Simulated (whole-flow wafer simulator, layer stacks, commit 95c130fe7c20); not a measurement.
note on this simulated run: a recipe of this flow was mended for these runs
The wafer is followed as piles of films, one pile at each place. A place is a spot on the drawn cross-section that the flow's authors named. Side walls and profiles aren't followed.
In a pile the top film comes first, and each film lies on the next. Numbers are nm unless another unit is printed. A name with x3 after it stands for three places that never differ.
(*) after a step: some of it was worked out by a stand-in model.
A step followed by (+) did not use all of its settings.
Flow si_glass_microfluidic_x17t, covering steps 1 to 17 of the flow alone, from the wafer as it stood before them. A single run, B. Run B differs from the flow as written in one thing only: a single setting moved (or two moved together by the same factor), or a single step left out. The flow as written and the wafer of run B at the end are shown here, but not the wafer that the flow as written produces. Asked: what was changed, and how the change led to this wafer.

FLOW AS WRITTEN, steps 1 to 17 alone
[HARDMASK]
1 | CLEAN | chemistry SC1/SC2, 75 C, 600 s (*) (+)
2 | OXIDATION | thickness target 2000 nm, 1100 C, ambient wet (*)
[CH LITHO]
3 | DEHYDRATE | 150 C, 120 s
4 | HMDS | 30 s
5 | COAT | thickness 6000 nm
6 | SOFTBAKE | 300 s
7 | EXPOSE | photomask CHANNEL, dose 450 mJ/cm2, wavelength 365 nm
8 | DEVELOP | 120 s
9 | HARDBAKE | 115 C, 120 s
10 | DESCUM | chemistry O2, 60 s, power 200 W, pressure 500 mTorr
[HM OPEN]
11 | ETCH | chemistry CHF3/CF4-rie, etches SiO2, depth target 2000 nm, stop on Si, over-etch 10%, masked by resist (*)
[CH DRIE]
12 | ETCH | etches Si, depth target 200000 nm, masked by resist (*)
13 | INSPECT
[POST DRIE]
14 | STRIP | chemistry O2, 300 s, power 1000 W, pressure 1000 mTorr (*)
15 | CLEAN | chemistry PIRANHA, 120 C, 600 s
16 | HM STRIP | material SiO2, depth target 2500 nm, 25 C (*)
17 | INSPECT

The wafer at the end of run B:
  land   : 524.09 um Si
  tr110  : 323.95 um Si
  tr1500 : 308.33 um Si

The reason: step 2, OXIDATION: 1112 C was run, whereas the flow has 1100 C.

How this came from the change, step by step:
  2 | OXIDATION | thickness target 2000 nm, 1100 C, ambient wet (*)
      land, tr110, tr1500, tr15: +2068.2 SiO2 (new film), -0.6 chemical SiO2 (all of it), -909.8 Si (it would be, as written: +2000 SiO2 (new film), -0.6 chemical SiO2 (all of it), -879.7 Si)
  11 | ETCH | chemistry CHF3/CF4-rie, etches SiO2, depth target 2000 nm, stop on Si, over-etch 10%, masked by resist (*)
      tr110, tr1500, tr15: -2068.2 SiO2 (all of it), -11 Si (it would be, as written: -2000 SiO2 (all of it), -16.7 Si)
  12 | ETCH | etches Si, depth target 200000 nm, masked by resist (*)
      tr1500: -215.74 um Si (it would be, as written: -215.73 um Si)
      tr15: -149.97 um Si (it would be, as written: -149.99 um Si)
  16 | HM STRIP | material SiO2, depth target 2500 nm, 25 C (*)
      land: -2068.2 SiO2 (all of it) (it would be, as written: -2000 SiO2 (all of it))
